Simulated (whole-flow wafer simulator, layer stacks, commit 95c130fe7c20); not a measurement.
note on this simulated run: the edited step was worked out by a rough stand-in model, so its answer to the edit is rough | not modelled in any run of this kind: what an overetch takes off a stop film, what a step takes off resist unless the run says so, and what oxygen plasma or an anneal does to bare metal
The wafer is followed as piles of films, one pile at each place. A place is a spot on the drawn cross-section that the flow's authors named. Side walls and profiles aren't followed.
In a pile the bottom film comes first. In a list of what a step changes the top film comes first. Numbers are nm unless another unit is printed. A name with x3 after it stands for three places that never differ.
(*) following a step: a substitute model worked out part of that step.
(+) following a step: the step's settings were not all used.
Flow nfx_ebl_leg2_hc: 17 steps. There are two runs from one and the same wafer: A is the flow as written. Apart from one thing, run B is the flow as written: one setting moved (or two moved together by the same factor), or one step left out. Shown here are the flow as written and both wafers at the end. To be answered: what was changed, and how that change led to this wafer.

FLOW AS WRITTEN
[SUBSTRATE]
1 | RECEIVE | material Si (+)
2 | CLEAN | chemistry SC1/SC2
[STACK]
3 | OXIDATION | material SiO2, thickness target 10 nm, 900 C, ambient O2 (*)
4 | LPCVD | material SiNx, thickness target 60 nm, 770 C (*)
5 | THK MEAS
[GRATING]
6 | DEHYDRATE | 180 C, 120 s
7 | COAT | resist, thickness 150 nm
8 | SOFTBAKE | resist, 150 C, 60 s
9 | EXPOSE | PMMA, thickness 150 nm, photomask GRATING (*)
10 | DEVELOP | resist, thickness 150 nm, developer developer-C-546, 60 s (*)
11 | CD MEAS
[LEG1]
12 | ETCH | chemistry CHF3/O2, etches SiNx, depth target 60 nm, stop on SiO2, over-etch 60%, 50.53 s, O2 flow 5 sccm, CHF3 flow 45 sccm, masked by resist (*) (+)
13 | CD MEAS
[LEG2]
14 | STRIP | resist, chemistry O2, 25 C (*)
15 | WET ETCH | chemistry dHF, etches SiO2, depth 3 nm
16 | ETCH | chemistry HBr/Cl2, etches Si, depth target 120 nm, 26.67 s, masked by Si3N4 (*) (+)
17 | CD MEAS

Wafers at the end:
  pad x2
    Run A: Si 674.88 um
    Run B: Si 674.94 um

Cause: step 16, ETCH: depth target 60 nm was run, though the flow has depth target 120 nm.

Step by step, how the change led to this:
  16 | ETCH | chemistry HBr/Cl2, etches Si, depth target 120 nm, 26.67 s, masked by Si3N4 (*) (+)
      pad x2: A -120 Si | B -60 Si
